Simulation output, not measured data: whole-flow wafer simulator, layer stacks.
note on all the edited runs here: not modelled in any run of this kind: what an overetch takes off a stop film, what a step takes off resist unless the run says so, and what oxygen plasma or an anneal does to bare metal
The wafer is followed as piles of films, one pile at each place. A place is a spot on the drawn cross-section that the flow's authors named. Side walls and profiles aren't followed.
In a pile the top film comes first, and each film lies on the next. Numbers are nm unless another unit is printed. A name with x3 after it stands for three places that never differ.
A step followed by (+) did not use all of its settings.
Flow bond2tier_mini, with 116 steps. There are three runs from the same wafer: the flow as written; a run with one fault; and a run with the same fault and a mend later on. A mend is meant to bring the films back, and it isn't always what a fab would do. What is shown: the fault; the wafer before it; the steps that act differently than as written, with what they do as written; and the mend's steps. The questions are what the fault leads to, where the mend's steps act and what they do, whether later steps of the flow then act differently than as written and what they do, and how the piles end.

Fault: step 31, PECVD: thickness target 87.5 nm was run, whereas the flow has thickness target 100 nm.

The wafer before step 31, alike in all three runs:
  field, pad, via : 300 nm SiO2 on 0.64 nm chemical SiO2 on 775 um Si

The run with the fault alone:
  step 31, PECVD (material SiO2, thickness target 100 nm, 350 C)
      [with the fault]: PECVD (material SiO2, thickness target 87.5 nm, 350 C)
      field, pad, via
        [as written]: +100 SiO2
        [with the fault]: +87.5 SiO2
  None of the later steps of the flow acts differently than as written at any place that is followed.
  The piles end different from the flow's at pad by more than 2% or 0.5 nm, whichever is larger.
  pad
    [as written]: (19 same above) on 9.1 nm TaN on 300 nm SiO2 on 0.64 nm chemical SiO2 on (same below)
    [with the fault]: (19 same above) on 9.1 nm TaN on 287.5 nm SiO2 on 0.64 nm chemical SiO2 on (same below)

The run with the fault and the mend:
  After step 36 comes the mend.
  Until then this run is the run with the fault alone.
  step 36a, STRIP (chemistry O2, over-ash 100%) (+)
      field
        -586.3 KrF resist (all of it)
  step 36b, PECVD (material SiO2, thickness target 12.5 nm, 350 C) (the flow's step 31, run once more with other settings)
      field, pad, via
        +12.5 SiO2
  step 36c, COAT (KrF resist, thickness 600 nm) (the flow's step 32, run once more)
      field, pad, via
        +600 KrF resist (new film)
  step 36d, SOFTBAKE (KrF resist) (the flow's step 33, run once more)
      does not change any film at any place that is followed
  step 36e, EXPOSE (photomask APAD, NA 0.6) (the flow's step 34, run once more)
      does not change any film at any place that is followed
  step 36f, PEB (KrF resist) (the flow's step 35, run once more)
      does not change any film at any place that is followed
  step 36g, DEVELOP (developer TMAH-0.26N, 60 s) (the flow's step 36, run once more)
      pad, via
        -600 KrF resist (all of it)
      field
        -13.7 KrF resist
  None of the later steps of the flow acts differently than as written at any place that is followed.
  By the end, the piles equal the flow's at every place that both follow.
